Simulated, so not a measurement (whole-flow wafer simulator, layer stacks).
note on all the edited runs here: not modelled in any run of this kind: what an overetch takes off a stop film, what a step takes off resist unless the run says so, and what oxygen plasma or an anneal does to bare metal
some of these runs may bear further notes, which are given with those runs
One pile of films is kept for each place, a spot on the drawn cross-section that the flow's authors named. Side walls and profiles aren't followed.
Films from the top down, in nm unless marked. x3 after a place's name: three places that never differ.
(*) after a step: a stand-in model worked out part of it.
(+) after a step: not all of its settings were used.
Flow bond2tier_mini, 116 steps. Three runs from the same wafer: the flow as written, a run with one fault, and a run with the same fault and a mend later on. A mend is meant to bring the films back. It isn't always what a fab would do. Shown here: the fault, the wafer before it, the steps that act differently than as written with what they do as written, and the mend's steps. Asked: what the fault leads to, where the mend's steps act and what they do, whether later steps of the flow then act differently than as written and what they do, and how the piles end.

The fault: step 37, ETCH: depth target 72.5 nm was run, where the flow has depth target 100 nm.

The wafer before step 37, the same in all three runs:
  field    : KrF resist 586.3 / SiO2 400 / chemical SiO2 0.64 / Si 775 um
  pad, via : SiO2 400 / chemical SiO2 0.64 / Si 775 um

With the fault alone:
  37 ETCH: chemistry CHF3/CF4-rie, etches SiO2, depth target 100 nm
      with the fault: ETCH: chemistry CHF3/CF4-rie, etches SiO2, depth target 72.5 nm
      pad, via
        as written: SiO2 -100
        with the fault: SiO2 -72.5
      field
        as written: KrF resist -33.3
        with the fault: KrF resist -24.2
  Later steps of the flow that act differently than as written (2 more steps differ only slightly, by at most 2% or 0.5 nm, whichever is larger, and aren't shown):
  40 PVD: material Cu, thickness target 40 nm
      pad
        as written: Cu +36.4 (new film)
        with the fault: Cu +37.4 (new film)
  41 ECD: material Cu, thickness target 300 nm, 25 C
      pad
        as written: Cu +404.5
        with the fault: Cu +375.8
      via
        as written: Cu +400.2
        with the fault: Cu +372.6
  At the end the piles differ from the flow's by more than 2% or 0.5 nm, whichever is larger, at pad.
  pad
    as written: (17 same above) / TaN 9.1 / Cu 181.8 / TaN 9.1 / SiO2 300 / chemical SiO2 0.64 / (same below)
    with the fault: (17 same above) / TaN 9.1 / Cu 154.1 / TaN 9.35 / SiO2 327.5 / chemical SiO2 0.64 / (same below)

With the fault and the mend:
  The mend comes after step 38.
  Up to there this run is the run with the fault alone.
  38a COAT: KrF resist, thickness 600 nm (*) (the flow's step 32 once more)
      field
        KrF resist +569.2 (new film)
      pad
        KrF resist +632.1 (new film)
      via
        KrF resist +628.1 (new film)
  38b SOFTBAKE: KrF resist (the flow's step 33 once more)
      changes no film at any place that is followed
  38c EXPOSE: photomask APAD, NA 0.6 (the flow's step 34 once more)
      changes no film at any place that is followed
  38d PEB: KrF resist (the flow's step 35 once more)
      changes no film at any place that is followed
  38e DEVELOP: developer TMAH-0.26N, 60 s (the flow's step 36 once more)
      field
        KrF resist -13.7
      pad
        KrF resist -632.1 (all of it)
      via
        KrF resist -628.1 (all of it)
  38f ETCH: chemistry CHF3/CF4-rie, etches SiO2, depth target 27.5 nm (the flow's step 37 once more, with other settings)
      pad, via
        SiO2 -27.5
      field
        KrF resist -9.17
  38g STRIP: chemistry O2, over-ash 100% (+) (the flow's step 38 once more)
      field
        KrF resist -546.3 (all of it)
  No later step of the flow acts differently than as written at any place that is followed.
  At the end the piles are the same as the flow's at every place that both follow.
